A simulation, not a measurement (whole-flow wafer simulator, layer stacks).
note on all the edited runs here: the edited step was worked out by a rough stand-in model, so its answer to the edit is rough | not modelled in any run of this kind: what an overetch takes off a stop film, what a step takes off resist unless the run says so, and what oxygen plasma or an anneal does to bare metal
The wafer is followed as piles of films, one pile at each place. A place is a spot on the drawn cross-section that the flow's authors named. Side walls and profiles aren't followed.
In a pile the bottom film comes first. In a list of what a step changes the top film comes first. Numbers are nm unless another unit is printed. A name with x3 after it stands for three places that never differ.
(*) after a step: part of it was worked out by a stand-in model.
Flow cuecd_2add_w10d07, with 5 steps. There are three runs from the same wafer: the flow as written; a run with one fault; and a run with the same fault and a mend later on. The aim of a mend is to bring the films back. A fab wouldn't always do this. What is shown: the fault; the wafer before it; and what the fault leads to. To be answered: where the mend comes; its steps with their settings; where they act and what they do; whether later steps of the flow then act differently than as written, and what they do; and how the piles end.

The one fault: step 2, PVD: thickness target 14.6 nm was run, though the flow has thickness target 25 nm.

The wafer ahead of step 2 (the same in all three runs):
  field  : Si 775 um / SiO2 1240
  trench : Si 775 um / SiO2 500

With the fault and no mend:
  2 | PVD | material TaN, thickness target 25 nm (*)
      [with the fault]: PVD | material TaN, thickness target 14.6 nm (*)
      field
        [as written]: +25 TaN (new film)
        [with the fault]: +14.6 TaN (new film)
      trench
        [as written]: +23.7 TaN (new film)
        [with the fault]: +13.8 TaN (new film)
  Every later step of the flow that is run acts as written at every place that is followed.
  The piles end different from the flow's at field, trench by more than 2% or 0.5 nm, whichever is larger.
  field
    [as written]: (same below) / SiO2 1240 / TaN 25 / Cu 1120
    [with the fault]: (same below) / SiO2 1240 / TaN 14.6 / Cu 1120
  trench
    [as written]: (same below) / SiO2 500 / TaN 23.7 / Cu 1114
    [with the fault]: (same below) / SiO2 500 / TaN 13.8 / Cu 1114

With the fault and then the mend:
  The mend stands after step 2.
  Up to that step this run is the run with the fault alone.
  2a | PVD | material TaN, thickness target 10.4 nm (*) (the flow's step 2, run once more with other settings)
      field
        +10.4 TaN
      trench
        +9.84 TaN
  Every later step of the flow that is run acts as written at every place that is followed.
  By the end, the piles equal the flow's at every place that both follow.
